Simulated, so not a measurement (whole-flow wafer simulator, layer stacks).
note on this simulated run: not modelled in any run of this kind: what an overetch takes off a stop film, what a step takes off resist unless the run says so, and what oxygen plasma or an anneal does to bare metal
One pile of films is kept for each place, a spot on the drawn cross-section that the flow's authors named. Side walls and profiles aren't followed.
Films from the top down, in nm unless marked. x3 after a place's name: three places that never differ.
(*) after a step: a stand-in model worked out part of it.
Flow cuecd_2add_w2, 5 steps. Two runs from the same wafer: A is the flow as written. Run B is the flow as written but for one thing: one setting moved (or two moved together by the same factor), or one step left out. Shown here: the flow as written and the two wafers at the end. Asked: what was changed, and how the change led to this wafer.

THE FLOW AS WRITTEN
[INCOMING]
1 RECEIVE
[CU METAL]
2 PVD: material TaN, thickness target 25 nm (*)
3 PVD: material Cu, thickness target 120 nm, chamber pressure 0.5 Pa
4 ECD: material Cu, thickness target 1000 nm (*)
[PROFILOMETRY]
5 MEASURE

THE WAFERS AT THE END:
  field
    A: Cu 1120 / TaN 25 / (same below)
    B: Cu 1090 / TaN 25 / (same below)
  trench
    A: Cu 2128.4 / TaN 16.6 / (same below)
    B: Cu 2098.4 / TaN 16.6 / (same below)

The cause: step 3, PVD: thickness target 90 nm was run, where the flow has thickness target 120 nm.

How the change led to this, step by step:
  3 PVD: material Cu, thickness target 120 nm, chamber pressure 0.5 Pa
      field: A Cu +120 (new film) | B Cu +90 (new film)
      trench: A Cu +80.8 (new film) | B Cu +60.7 (new film)
